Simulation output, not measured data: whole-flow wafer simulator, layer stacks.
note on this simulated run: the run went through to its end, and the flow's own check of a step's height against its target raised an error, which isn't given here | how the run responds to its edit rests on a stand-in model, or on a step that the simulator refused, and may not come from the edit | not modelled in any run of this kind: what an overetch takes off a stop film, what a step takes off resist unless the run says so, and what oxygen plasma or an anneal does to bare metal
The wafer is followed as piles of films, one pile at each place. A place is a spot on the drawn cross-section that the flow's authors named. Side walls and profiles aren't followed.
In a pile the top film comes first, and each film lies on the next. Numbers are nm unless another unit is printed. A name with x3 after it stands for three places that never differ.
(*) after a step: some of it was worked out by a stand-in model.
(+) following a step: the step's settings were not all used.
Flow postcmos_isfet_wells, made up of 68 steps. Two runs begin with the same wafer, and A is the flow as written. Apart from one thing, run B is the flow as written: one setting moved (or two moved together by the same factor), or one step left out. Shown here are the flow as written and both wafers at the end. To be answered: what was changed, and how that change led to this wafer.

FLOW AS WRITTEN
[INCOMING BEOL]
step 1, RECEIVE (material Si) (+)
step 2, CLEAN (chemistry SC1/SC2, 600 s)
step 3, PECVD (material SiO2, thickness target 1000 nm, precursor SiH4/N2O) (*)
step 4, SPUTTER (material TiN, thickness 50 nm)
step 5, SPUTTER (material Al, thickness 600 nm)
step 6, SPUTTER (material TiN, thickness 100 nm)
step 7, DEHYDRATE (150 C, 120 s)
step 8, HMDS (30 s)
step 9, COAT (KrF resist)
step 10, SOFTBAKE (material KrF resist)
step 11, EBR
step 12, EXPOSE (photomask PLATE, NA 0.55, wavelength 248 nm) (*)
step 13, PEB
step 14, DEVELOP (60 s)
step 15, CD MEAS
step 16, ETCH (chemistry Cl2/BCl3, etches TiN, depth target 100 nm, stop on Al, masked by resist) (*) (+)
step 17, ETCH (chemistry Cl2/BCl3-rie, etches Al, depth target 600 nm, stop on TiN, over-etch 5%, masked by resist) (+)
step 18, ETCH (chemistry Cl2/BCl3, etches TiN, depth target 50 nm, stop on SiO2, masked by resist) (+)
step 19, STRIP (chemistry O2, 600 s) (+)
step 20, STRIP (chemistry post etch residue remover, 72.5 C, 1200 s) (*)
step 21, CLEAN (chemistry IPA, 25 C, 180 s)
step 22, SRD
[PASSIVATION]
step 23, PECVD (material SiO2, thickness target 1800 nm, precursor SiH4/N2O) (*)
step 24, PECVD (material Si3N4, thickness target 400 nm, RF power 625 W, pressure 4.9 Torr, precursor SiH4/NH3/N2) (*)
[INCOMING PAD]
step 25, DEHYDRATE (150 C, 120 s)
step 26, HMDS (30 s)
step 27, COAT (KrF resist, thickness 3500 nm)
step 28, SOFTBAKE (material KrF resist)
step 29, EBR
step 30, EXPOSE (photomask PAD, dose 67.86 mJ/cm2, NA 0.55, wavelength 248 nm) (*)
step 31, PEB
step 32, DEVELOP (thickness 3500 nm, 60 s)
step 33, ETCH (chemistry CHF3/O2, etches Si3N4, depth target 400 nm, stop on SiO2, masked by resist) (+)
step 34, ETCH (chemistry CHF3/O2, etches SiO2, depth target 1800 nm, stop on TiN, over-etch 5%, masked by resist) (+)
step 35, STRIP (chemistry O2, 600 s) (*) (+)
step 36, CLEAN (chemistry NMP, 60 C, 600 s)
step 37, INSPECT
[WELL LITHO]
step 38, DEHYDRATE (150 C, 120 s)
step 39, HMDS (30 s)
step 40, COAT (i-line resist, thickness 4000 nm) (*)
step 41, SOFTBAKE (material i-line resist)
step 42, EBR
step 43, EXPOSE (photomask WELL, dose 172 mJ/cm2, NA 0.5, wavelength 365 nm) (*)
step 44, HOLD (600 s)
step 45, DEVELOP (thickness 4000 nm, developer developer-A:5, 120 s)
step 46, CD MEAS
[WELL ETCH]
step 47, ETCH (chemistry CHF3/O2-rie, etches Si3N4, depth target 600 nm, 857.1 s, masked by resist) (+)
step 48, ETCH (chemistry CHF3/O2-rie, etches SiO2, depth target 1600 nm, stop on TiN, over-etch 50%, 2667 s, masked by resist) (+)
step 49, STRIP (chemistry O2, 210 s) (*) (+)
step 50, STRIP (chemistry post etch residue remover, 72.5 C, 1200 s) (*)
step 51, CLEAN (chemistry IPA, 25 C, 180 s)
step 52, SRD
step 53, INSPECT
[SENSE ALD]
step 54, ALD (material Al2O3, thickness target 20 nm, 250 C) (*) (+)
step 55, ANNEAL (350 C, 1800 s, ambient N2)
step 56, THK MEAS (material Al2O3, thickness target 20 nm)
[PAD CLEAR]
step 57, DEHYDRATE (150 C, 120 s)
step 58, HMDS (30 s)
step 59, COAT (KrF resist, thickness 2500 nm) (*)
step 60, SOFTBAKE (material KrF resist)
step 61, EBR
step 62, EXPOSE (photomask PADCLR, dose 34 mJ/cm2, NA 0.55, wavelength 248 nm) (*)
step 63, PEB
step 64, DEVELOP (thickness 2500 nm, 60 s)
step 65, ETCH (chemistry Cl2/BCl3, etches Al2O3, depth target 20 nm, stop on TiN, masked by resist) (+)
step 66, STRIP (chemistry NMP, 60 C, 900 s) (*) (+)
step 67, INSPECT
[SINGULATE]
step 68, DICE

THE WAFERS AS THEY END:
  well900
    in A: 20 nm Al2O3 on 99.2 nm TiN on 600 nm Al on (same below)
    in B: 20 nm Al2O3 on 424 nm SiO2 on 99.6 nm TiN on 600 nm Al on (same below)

What caused this: step 48, ETCH: depth target 784 nm was run, though the flow has depth target 1600 nm; step 48, ETCH: 1307 s was run, where the flow has 2667 s.

Step by step, how the change led to this:
  step 48, ETCH (chemistry CHF3/O2-rie, etches SiO2, depth target 1600 nm, stop on TiN, over-etch 50%, 2667 s, masked by resist) (+)
      well900, well1300 x3: A SiO2 loses 1600 (all of it) | B SiO2 loses 1176
      field, margin, pad_rim, pad_clr, pad_open: A i-line resist loses 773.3 | B i-line resist loses 378.9
  step 49, STRIP (chemistry O2, 210 s) (*) (+)
      field, margin, pad_rim: A i-line resist loses 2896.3 (all of it) | B i-line resist loses 3290.7 (all of it)
      pad_clr: A i-line resist loses 1996.5 (all of it) | B i-line resist loses 2390.9 (all of it)
      (and at 1 other place as well)
  step 59, COAT (KrF resist, thickness 2500 nm) (*)
      field: A KrF resist gains 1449 (new film) | B KrF resist gains 1651.7 (new film)
      margin: A KrF resist gains 1448.9 (new film) | B KrF resist gains 1651.7 (new film)
  step 63, PEB
      field, margin: A KrF resist loses 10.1 | B KrF resist loses 11.5
  step 66, STRIP (chemistry NMP, 60 C, 900 s) (*) (+)
      field, margin: A KrF resist loses 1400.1 (all of it) | B KrF resist loses 1601.4 (all of it)
